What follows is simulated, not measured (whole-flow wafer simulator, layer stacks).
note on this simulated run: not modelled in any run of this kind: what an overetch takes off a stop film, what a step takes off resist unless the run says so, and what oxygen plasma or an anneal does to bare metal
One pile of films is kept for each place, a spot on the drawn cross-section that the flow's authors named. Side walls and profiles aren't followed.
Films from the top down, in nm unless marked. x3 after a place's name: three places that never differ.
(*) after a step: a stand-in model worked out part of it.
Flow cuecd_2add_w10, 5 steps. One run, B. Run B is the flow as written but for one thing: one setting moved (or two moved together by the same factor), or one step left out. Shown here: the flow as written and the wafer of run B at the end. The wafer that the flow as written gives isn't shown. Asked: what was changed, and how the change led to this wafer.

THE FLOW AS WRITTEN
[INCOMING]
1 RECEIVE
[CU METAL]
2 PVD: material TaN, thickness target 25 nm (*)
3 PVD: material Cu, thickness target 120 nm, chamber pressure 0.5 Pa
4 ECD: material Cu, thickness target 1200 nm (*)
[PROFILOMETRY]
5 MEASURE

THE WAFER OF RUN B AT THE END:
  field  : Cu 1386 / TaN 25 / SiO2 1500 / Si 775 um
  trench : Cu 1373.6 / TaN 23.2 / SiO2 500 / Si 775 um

The cause: step 3, PVD: thickness target 186 nm was run, where the flow has thickness target 120 nm.

How the change led to this, step by step:
  3 PVD: material Cu, thickness target 120 nm, chamber pressure 0.5 Pa
      field: Cu +186 (new film) (as written it would be: Cu +120 (new film))
      trench: Cu +173.6 (new film) (as written it would be: Cu +111.8 (new film))
